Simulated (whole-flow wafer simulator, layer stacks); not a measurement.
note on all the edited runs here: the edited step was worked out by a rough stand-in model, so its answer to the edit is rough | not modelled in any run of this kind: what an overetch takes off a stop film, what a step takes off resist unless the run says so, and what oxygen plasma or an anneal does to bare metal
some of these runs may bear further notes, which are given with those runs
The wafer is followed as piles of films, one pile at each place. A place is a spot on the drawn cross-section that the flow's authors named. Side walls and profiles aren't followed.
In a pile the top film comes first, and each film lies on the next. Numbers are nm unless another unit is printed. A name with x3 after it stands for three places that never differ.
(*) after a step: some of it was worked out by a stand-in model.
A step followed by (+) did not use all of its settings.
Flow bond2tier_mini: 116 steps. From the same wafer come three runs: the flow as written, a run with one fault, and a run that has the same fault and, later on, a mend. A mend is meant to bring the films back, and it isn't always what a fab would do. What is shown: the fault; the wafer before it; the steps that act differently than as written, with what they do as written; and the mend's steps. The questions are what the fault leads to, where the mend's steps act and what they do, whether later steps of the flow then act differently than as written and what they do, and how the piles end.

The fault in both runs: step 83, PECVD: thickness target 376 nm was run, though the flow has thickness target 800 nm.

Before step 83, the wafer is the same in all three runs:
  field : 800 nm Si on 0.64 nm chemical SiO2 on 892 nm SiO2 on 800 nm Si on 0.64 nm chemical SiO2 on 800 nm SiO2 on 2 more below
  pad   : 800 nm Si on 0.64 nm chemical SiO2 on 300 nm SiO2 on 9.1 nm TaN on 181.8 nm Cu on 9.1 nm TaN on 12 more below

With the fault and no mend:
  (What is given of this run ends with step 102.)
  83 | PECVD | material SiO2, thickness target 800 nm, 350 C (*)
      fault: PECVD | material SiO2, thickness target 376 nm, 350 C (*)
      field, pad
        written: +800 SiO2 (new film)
        fault: +376 SiO2 (new film)
  Later steps of the flow acting differently than as written (1 more step, not shown, differs only slightly: by at most 2% or 0.5 nm, whichever is larger):
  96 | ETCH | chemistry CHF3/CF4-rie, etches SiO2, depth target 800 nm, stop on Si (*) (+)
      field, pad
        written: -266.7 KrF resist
        fault: -169.5 KrF resist
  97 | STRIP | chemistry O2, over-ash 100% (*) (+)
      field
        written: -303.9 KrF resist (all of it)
        fault: -401.1 KrF resist (all of it)
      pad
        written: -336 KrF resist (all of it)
        fault: -433.1 KrF resist (all of it)
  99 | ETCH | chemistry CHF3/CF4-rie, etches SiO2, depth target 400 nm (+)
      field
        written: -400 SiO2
        fault: -368 SiO2 (all of it), -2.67 Si
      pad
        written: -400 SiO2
        fault: -331 SiO2 (all of it), -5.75 Si
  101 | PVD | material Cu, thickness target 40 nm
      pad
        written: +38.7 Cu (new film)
        fault: +40 Cu (new film)
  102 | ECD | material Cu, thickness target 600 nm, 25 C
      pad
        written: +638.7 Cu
        fault: +603.1 Cu
  After step 102, at field, pad, the piles differ from the flow's by more than 2% or 0.5 nm, whichever is larger.
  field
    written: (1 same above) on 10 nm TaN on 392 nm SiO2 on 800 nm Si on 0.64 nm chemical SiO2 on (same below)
    fault: (1 same above) on 10 nm TaN on 797.3 nm Si on 0.64 nm chemical SiO2 on (same below)
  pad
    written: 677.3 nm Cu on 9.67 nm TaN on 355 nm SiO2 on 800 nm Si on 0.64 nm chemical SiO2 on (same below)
    fault: 643.1 nm Cu on 10 nm TaN on 794.2 nm Si on 0.64 nm chemical SiO2 on (same below)

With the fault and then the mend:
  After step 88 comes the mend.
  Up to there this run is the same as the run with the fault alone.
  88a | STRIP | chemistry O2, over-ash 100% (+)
      field
        -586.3 KrF resist (all of it)
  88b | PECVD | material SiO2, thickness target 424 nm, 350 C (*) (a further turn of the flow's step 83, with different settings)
      field, pad
        +424 SiO2
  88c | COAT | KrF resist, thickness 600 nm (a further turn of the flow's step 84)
      field, pad
        +600 KrF resist (new film)
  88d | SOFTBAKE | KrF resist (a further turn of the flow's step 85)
      alters no film at any place that is followed
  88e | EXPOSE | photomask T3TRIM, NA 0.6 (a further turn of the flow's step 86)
      alters no film at any place that is followed
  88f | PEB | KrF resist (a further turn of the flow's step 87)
      alters no film at any place that is followed
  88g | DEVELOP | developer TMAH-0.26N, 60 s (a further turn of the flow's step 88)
      field
        -13.7 KrF resist
      pad
        -600 KrF resist (all of it)
  Every later step of the flow that is run acts as written at every place that is followed.
  At every place that both follow, the piles at the end match the flow's.
